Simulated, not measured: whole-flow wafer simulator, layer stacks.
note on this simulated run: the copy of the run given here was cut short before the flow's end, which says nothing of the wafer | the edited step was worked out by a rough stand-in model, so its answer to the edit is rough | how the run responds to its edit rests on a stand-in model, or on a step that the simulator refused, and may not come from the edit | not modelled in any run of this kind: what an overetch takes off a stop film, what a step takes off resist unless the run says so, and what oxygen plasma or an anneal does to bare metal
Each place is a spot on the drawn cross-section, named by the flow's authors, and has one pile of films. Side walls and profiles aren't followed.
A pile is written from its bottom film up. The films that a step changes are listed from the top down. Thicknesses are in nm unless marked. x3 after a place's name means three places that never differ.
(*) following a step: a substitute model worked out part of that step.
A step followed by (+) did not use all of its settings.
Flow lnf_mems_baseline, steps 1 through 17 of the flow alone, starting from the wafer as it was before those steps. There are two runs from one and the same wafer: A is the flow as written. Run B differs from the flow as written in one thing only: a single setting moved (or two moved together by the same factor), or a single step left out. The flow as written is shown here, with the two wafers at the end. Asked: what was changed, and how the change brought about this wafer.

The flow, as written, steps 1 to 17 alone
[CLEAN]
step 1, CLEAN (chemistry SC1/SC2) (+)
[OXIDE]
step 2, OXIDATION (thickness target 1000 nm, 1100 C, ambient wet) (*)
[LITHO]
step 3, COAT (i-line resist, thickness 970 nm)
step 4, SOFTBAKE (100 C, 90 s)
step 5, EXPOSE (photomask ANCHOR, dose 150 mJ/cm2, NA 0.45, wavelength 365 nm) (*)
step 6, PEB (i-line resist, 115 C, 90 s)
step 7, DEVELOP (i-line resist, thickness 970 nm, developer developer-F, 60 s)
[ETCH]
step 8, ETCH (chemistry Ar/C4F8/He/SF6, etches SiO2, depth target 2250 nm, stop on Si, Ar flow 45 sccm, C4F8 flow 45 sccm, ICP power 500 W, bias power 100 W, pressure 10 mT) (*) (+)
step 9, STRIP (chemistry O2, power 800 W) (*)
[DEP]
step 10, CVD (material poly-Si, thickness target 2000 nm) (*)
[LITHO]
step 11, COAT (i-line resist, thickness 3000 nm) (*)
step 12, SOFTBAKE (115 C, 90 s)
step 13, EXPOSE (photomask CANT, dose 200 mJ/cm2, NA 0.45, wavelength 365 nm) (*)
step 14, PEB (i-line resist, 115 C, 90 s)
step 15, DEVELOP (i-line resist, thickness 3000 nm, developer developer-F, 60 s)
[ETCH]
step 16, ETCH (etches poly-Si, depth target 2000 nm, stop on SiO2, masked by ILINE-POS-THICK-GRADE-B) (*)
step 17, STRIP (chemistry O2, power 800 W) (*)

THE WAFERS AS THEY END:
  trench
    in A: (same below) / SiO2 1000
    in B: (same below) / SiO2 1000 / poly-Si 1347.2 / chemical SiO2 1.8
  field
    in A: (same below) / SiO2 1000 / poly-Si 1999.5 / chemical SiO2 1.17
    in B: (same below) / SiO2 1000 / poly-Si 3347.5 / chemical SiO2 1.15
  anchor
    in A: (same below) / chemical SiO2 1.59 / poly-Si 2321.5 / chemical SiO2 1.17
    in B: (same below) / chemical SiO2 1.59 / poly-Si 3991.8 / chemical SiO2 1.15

What caused this: step 10, CVD: thickness target 3348 nm was run, while the flow as written has thickness target 2000 nm.

The path from the change to this, step by step:
  step 10, CVD (material poly-Si, thickness target 2000 nm) (*)
      field, beam, trench, char_slit: A poly-Si gains 2000 (new film) | B poly-Si gains 3348 (new film)
      anchor: A poly-Si gains 2322 (new film) | B poly-Si gains 3992.3 (new film)
  step 11, COAT (i-line resist, thickness 3000 nm) (*)
      anchor: A i-line resist gains 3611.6 (new film) | B i-line resist gains 3309.1 (new film)
  step 12, SOFTBAKE (115 C, 90 s)
      field: A i-line resist loses 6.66 | B i-line resist loses 4.77
      anchor: A i-line resist gains 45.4 | B i-line resist gains 31.4
      (and at 2 other places as well)
  step 14, PEB (i-line resist, 115 C, 90 s)
      anchor: A i-line resist loses 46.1 | B i-line resist loses 40.6
  step 16, ETCH (etches poly-Si, depth target 2000 nm, stop on SiO2, masked by ILINE-POS-THICK-GRADE-B) (*)
      trench, char_slit: A poly-Si loses 2000 (all of it) | B poly-Si loses 2000
  step 17, STRIP (chemistry O2, power 800 W) (*)
      trench, char_slit: A nothing | B chemical SiO2 gains 1.8 (new film), poly-Si loses 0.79
      anchor: A chemical SiO2 gains 1.17 (new film), i-line resist loses 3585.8 (all of it), poly-Si loses 0.52 | B chemical SiO2 gains 1.15 (new film), i-line resist loses 3274.9 (all of it), poly-Si loses 0.5
